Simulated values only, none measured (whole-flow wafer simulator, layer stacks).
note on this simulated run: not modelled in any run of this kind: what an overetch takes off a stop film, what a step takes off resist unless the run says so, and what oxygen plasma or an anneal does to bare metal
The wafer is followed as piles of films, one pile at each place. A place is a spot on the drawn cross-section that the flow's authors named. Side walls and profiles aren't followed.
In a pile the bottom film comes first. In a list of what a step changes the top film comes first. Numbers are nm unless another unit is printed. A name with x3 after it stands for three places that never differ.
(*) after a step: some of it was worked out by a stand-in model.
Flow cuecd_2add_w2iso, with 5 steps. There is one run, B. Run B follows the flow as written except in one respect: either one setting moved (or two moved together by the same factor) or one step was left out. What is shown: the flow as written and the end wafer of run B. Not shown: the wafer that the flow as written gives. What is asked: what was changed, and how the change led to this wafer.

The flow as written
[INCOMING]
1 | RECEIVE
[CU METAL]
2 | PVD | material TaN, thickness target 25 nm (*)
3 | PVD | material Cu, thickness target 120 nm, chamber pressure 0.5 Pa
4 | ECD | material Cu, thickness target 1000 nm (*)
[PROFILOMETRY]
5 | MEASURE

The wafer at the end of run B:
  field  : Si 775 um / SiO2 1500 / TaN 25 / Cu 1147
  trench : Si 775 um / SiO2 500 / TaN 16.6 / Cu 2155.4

The reason: step 3, PVD: thickness target 147 nm was run, whereas the flow has thickness target 120 nm.

The path from the change to this, step by step:
  3 | PVD | material Cu, thickness target 120 nm, chamber pressure 0.5 Pa
      field: Cu gains 147 (new film) (in the flow as written it would be: Cu gains 120 (new film))
      trench: Cu gains 98.8 (new film) (in the flow as written it would be: Cu gains 80.8 (new film))
